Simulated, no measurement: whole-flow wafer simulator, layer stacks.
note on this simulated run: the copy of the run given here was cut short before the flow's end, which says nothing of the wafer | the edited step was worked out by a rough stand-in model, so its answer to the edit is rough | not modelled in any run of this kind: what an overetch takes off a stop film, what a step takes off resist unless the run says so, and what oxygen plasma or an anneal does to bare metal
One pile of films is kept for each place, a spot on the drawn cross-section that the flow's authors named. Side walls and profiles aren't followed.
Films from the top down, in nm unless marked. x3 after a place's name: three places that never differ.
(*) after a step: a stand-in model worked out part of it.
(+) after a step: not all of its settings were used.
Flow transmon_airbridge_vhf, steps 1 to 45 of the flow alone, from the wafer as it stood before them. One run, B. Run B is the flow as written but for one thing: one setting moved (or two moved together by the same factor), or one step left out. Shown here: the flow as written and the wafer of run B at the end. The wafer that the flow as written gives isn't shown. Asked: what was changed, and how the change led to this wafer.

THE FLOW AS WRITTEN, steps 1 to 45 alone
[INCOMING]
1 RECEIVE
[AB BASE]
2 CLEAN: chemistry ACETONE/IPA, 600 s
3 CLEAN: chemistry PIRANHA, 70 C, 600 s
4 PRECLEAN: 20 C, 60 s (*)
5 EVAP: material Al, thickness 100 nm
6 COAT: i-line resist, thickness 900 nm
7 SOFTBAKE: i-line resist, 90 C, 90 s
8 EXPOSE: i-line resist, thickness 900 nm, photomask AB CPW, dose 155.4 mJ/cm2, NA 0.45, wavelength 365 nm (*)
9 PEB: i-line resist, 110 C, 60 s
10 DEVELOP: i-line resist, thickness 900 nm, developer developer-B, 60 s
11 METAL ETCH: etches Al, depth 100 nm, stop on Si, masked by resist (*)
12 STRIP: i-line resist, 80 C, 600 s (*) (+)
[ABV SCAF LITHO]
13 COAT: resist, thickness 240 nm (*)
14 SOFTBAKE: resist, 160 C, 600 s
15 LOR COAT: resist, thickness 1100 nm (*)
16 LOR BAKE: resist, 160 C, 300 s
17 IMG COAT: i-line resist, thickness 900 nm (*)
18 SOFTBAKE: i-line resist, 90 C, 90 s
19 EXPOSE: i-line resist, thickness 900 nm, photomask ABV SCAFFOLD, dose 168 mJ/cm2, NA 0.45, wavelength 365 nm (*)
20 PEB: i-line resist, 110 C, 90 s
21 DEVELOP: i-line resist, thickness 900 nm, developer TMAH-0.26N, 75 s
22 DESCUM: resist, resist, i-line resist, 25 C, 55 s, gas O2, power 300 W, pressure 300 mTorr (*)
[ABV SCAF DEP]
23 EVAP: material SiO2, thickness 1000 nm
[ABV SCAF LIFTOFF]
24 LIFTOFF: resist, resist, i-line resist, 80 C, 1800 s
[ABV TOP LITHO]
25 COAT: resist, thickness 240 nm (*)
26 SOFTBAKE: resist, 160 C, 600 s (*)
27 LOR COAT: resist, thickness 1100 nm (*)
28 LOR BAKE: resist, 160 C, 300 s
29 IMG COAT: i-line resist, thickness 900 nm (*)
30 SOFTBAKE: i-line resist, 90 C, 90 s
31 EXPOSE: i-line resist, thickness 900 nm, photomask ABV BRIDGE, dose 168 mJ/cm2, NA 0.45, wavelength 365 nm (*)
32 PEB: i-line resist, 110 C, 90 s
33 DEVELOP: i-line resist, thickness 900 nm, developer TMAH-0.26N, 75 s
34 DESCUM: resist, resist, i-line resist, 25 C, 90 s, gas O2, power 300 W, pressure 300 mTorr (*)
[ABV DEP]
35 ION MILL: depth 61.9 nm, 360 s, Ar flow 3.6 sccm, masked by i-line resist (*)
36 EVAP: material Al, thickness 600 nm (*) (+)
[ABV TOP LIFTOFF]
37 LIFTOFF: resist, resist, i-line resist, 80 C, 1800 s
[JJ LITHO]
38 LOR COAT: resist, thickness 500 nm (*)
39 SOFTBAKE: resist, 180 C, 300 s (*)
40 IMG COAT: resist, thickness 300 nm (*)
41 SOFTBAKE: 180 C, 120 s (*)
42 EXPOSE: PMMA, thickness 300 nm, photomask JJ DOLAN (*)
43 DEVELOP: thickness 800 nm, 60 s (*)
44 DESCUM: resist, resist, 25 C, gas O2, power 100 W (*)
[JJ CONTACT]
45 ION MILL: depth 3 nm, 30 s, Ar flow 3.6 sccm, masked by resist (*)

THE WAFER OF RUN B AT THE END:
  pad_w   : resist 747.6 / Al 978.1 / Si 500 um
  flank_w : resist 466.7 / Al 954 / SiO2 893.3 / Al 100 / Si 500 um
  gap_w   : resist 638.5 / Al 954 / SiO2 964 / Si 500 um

The cause: step 36, EVAP: thickness 954 nm was run, where the flow has thickness 600 nm.
It can be read off the wafer: flank_w has Al 954, and step 36 as written asks for 600 nm.

How the change led to this, step by step:
  36 EVAP: material Al, thickness 600 nm (*) (+)
      field x3, jj_line, ground_far and 10 more: Al +954 (new film) (as written it would be: Al +600 (new film))
      pad_w, pad_e: Al +940.1 (as written it would be: Al +591.2)
  37 LIFTOFF: resist, resist, i-line resist, 80 C, 1800 s
      field x3, jj_line, trace_open_s x2: Al -954 (all of it), i-line resist -600 (all of it), resist -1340 (all of it) (as written it would be: Al -600 (all of it), i-line resist -600 (all of it), resist -1340 (all of it))
      margin_s, margin_n: Al -954 (all of it), i-line resist -318.3 (all of it), resist -992 (all of it) (as written it would be: Al -600 (all of it), i-line resist -318.3 (all of it), resist -992 (all of it))
      (and at 1 more place)
  38 LOR COAT: resist, thickness 500 nm (*)
      pad_w, pad_e: resist +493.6 (new film) (as written it would be: resist +517 (new film))
      flank_w, flank_e: resist +297.8 (new film) (as written it would be: resist +306.5 (new film))
      (and at 6 more places)
  40 IMG COAT: resist, thickness 300 nm (*)
      pad_w, pad_e: resist +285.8 (as written it would be: resist +300.1)
      flank_w, flank_e: resist +200.7 (as written it would be: resist +212.1)
      (and at 6 more places)
